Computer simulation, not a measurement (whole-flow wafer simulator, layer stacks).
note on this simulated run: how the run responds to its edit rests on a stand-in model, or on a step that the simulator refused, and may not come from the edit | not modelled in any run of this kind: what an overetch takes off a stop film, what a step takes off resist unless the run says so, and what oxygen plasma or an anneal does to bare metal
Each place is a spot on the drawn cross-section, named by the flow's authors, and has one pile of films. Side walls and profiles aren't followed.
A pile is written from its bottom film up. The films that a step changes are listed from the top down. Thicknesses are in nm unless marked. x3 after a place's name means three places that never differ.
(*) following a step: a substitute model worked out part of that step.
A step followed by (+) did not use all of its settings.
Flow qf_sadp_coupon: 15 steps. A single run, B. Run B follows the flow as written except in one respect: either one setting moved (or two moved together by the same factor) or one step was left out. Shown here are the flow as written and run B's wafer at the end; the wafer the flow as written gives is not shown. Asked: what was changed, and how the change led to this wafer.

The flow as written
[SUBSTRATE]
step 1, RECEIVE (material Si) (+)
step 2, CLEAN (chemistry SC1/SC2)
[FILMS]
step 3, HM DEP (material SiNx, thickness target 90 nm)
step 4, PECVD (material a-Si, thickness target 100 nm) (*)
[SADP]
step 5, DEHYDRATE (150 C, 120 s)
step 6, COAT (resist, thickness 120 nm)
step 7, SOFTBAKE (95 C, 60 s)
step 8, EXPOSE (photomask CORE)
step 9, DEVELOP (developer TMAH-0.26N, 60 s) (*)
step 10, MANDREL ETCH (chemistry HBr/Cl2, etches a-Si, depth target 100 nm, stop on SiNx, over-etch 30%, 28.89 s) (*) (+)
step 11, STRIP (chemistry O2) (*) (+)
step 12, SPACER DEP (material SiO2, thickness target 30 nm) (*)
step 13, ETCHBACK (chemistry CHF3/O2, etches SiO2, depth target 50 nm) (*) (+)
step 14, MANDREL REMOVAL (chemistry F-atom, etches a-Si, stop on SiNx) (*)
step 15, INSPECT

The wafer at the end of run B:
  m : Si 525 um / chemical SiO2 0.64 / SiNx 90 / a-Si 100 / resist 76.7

The reason: step 11, STRIP: chemistry O2 (*) (+), was not run.

The path from the change to this, step by step:
  step 13, ETCHBACK (chemistry CHF3/O2, etches SiO2, depth target 50 nm) (*) (+)
      m: SiO2 loses 30 (all of it) (it would be, as written: SiO2 loses 30 (all of it), chemical SiO2 loses 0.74 (all of it), a-Si loses 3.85)
  step 14, MANDREL REMOVAL (chemistry F-atom, etches a-Si, stop on SiNx) (*)
      m: nothing (it would be, as written: a-Si loses 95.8 (all of it))
